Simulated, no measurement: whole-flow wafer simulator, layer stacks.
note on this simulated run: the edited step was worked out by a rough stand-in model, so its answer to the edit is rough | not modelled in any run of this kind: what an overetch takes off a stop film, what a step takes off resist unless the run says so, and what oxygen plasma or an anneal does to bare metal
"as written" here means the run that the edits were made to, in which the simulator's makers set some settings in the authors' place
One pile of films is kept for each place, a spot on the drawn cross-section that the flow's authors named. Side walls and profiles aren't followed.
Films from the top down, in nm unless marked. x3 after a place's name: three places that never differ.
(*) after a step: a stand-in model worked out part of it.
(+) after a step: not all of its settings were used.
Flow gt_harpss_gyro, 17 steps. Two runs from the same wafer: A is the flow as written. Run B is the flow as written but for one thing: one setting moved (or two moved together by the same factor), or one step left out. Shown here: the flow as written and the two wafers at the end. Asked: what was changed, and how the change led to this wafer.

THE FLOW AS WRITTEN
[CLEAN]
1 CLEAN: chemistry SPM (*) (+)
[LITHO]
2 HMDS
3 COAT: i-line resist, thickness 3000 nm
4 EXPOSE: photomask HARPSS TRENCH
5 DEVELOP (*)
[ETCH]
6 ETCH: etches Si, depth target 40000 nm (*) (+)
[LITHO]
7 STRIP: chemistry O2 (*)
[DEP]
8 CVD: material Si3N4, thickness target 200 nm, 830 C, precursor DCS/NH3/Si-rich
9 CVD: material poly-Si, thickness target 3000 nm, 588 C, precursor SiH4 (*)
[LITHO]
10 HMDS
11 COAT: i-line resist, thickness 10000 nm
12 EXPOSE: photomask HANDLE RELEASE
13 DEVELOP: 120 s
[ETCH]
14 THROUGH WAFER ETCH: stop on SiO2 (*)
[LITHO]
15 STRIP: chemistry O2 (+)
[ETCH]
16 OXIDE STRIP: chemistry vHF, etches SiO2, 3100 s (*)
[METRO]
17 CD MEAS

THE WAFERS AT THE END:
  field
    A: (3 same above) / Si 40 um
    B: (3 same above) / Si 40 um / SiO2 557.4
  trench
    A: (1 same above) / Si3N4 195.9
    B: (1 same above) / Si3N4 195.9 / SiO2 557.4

The cause: step 16, OXIDE STRIP: 1860 s was run, where the flow has 3100 s.

How the change led to this, step by step:
  16 OXIDE STRIP: chemistry vHF, etches SiO2, 3100 s (*)
      field: A under 4 films: SiO2 -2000 (all of it) | B under 4 films: SiO2 -1442.6
      trench: A under 2 films: SiO2 -2000 (all of it) | B under 2 films: SiO2 -1442.6
